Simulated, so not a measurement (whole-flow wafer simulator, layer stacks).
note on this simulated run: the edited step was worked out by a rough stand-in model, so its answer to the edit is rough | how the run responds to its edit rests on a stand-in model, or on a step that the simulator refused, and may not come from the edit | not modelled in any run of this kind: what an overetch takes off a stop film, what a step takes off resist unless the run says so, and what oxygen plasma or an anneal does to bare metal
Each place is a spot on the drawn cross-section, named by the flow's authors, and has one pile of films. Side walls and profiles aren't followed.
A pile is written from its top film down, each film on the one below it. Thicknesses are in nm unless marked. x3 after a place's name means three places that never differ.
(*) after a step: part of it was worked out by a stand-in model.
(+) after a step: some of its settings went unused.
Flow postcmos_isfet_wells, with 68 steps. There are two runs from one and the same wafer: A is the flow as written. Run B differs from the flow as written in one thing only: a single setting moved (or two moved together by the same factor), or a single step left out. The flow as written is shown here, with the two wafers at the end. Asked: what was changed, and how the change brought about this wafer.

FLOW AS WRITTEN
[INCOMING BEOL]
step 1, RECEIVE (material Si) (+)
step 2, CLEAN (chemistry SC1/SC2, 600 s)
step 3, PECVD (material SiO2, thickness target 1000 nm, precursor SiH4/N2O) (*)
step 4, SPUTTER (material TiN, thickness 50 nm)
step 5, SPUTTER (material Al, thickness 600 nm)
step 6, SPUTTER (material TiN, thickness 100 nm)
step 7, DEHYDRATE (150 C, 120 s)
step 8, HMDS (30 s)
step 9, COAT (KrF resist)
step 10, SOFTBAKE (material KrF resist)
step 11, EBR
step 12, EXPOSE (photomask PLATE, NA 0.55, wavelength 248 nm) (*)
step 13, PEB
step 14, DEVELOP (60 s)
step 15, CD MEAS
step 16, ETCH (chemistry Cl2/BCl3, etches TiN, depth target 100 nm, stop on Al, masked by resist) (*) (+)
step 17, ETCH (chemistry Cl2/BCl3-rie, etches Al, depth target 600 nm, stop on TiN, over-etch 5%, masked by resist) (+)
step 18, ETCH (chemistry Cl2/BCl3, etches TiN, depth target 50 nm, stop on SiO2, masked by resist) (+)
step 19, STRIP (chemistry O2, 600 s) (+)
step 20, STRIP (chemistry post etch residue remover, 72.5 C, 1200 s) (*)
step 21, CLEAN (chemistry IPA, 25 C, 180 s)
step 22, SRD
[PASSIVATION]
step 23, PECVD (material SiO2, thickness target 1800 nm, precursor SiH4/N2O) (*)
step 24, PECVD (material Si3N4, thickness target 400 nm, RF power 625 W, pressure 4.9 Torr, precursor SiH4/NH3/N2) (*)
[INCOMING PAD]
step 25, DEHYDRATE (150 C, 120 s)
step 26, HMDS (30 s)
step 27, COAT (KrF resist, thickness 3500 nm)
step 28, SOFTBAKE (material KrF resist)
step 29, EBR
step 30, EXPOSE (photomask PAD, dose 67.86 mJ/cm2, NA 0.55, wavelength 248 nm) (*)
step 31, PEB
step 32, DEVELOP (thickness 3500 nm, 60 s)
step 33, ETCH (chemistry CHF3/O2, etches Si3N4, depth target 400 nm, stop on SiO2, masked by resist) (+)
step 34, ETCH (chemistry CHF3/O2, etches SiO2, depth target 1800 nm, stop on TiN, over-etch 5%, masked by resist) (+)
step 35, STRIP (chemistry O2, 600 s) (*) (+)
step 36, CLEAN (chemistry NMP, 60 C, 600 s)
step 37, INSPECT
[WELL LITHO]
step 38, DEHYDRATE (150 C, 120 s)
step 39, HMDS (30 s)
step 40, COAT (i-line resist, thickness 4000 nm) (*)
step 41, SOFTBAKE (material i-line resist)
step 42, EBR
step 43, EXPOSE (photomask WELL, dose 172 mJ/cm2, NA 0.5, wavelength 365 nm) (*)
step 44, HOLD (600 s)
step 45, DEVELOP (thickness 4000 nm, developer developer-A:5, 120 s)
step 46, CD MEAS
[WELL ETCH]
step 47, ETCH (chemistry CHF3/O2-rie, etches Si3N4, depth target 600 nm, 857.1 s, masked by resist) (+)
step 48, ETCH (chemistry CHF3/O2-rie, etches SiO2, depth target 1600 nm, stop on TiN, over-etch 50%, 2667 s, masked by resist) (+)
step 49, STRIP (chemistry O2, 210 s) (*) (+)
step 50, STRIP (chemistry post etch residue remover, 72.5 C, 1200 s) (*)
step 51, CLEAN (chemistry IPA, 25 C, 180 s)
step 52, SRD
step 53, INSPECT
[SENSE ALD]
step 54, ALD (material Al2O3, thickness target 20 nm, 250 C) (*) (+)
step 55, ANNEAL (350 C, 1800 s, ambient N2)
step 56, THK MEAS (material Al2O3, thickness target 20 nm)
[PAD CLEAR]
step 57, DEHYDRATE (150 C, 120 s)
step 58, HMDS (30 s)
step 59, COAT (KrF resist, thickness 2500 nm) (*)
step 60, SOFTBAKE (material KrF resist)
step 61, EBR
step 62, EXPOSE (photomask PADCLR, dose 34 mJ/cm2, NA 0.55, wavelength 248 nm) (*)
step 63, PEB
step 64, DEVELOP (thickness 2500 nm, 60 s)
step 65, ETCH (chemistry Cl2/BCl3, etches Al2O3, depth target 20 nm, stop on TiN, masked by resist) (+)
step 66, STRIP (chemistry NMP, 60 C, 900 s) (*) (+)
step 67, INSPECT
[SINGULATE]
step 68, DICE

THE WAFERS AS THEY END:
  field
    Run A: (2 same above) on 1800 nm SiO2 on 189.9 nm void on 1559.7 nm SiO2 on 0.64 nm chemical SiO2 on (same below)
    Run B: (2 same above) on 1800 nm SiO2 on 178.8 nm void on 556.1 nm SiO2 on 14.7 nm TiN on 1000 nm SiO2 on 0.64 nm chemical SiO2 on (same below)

Cause: step 16, ETCH: depth target 77.5 nm was run, though the flow has depth target 100 nm.

The path from the change to this, step by step:
  step 16, ETCH (chemistry Cl2/BCl3, etches TiN, depth target 100 nm, stop on Al, masked by resist) (*) (+)
      field: A -100 TiN (all of it) | B -77.5 TiN
      margin, well900, well1300 x3, pad_rim, pad_clr, pad_open: A -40 KrF resist | B -31 KrF resist
  step 17, ETCH (chemistry Cl2/BCl3-rie, etches Al, depth target 600 nm, stop on TiN, over-etch 5%, masked by resist) (+)
      field: A -600 Al (all of it) | B -22.5 TiN (all of it), -564 Al
  step 18, ETCH (chemistry Cl2/BCl3, etches TiN, depth target 50 nm, stop on SiO2, masked by resist) (+)
      field: A -50 TiN (all of it) | B -36 Al (all of it), -34.9 TiN
  step 23, PECVD (material SiO2, thickness target 1800 nm, precursor SiH4/N2O) (*)
      field: A +1800 SiO2 (new film), +189.9 void (new film), +559.7 SiO2 | B +1800 SiO2 (new film), +178.8 void (new film), +556.1 SiO2 (new film)
Taking metal films that touch as one body, field has 1 body; the flow as written gives 0 bodies.
